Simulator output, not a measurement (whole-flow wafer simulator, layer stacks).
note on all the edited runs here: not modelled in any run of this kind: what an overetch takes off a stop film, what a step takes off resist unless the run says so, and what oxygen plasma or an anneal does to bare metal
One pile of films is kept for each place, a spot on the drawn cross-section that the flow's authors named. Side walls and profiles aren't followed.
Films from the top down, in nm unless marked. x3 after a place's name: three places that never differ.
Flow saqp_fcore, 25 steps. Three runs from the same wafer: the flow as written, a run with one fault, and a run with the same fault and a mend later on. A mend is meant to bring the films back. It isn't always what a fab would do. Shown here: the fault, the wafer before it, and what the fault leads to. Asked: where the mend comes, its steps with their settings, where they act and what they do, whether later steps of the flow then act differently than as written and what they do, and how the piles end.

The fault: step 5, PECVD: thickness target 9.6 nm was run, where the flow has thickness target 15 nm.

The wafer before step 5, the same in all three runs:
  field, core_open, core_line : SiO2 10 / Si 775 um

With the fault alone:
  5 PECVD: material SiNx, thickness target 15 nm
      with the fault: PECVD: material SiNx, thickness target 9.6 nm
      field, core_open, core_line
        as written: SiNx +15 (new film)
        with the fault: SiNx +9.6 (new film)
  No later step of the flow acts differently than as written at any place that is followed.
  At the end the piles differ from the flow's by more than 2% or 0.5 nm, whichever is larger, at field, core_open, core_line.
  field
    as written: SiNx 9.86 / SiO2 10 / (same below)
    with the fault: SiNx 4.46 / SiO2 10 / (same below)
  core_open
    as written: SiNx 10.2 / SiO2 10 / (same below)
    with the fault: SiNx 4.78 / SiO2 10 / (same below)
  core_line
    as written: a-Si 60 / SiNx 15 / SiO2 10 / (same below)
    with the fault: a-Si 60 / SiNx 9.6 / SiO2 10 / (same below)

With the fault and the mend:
  The mend comes after step 5.
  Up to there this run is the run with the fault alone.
  5a ETCH: chemistry h3po4, depth target 11.04 nm
      field, core_open, core_line
        SiNx -9.6 (all of it)
  5b PECVD: material SiNx, thickness target 15 nm (the flow's step 5 once more)
      field, core_open, core_line
        SiNx +15 (new film)
  No later step of the flow acts differently than as written at any place that is followed.
  At the end the piles are the same as the flow's at every place that both follow.
